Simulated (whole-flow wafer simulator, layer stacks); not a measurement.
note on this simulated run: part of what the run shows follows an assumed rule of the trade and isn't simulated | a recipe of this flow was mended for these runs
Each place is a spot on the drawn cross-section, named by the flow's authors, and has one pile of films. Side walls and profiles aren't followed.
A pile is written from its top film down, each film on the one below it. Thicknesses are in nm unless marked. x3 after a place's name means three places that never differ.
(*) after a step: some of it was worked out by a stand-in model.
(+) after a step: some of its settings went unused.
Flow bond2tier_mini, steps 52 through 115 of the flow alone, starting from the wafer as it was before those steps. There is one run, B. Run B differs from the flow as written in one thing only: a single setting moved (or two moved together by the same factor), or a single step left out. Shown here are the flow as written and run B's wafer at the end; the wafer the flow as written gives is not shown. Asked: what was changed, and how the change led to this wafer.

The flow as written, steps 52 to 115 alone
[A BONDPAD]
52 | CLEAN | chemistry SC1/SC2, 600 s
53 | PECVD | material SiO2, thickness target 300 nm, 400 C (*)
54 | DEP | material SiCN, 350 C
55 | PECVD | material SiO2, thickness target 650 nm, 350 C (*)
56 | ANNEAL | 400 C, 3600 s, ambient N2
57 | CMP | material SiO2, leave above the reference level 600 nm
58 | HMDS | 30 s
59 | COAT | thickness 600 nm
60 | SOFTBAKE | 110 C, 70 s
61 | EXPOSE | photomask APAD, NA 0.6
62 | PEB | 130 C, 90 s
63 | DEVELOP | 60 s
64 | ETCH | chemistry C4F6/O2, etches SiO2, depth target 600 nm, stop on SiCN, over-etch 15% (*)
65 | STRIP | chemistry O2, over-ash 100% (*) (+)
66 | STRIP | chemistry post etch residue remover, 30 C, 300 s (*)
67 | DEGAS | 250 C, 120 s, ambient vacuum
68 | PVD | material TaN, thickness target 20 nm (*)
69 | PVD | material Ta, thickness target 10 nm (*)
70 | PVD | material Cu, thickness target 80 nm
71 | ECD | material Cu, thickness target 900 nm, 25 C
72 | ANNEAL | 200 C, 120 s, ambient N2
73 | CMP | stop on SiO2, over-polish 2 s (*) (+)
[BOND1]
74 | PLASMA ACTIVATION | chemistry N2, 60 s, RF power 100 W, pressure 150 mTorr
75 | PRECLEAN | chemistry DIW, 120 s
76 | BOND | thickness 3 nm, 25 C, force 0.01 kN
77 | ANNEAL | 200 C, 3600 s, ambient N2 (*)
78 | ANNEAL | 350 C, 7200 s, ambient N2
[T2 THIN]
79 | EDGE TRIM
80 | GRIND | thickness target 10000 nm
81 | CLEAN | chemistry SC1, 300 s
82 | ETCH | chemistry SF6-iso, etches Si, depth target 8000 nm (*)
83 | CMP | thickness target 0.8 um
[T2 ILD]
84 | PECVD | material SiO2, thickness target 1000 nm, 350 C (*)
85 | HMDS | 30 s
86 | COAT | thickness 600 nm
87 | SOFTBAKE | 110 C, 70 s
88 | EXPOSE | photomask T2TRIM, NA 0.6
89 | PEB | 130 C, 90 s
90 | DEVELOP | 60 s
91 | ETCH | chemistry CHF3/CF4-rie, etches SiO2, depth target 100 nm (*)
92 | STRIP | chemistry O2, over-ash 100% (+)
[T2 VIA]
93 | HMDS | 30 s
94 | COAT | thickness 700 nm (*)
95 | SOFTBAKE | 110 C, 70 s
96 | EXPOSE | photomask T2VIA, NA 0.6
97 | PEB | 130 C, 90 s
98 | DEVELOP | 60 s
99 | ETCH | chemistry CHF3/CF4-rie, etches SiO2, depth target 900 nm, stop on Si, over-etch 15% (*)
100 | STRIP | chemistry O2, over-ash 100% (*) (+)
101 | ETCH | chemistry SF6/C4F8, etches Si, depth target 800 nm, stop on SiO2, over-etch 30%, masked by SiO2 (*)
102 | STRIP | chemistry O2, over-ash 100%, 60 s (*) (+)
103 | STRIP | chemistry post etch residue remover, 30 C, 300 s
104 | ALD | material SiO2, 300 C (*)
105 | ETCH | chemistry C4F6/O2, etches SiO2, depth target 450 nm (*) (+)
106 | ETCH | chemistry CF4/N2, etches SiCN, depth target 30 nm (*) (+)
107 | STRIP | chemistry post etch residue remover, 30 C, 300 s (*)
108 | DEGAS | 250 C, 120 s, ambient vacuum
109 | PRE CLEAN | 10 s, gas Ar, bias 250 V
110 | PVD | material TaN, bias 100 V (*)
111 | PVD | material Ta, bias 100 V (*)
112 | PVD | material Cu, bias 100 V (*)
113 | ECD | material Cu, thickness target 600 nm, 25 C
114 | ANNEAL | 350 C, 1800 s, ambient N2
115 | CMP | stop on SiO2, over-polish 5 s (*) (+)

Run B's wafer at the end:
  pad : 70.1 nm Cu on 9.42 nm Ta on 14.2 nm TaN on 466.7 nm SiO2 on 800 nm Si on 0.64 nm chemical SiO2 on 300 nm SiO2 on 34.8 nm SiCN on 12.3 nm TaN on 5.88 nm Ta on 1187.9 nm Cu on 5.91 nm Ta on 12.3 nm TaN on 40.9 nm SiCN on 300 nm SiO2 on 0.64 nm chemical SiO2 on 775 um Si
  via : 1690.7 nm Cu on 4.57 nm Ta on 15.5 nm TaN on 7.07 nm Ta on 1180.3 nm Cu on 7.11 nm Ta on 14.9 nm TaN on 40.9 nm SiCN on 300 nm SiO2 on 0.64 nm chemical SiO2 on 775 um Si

What caused this: step 64, ETCH: over-etch 9% was run, while the flow as written has over-etch 15%.

The path from the change to this, step by step:
  64 | ETCH | chemistry C4F6/O2, etches SiO2, depth target 600 nm, stop on SiCN, over-etch 15% (*)
      pad, via: -600 SiO2 (all of it), -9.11 SiCN (it would be, as written: -600 SiO2 (all of it), -15.2 SiCN)
      field: -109 thick-KrF-resist (it would be, as written: -115 thick-KrF-resist)
